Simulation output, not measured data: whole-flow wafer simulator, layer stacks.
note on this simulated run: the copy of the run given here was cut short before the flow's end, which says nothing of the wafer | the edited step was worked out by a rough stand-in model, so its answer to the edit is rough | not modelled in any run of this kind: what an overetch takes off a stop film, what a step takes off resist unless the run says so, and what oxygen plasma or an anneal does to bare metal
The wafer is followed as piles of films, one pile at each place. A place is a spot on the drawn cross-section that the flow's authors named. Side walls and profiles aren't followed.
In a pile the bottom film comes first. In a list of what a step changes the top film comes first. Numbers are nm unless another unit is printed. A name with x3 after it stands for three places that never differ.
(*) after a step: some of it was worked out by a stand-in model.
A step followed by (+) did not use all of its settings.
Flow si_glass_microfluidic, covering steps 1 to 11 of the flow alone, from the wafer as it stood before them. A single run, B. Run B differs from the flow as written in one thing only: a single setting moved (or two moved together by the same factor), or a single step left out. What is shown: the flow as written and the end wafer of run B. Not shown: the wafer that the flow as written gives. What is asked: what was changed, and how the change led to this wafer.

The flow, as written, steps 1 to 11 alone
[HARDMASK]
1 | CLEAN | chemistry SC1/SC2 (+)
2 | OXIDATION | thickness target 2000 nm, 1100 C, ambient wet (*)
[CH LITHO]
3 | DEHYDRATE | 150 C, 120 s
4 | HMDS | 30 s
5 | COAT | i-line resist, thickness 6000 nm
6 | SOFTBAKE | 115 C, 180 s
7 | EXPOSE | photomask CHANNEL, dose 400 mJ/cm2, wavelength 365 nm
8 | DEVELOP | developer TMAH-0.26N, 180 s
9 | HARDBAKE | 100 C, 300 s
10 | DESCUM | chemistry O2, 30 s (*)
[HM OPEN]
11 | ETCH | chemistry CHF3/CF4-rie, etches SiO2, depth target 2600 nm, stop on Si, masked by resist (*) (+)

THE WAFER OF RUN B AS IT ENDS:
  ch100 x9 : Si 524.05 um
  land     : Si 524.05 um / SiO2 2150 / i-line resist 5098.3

The reason: step 2, OXIDATION: thickness target 2150 nm was run, whereas the flow has thickness target 2000 nm.
The wafer itself shows it: land has SiO2 2150, and step 2 as written asks for 2000 nm.

Step by step, how the change led to this:
  2 | OXIDATION | thickness target 2000 nm, 1100 C, ambient wet (*)
      land, ch100 x9: SiO2 gains 2150 (new film), chemical SiO2 loses 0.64 (all of it), Si loses 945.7 (in the flow as written it would be: SiO2 gains 2000 (new film), chemical SiO2 loses 0.64 (all of it), Si loses 879.7)
  11 | ETCH | chemistry CHF3/CF4-rie, etches SiO2, depth target 2600 nm, stop on Si, masked by resist (*) (+)
      ch100 x9: SiO2 loses 2150 (all of it) (in the flow as written it would be: SiO2 loses 2000 (all of it))
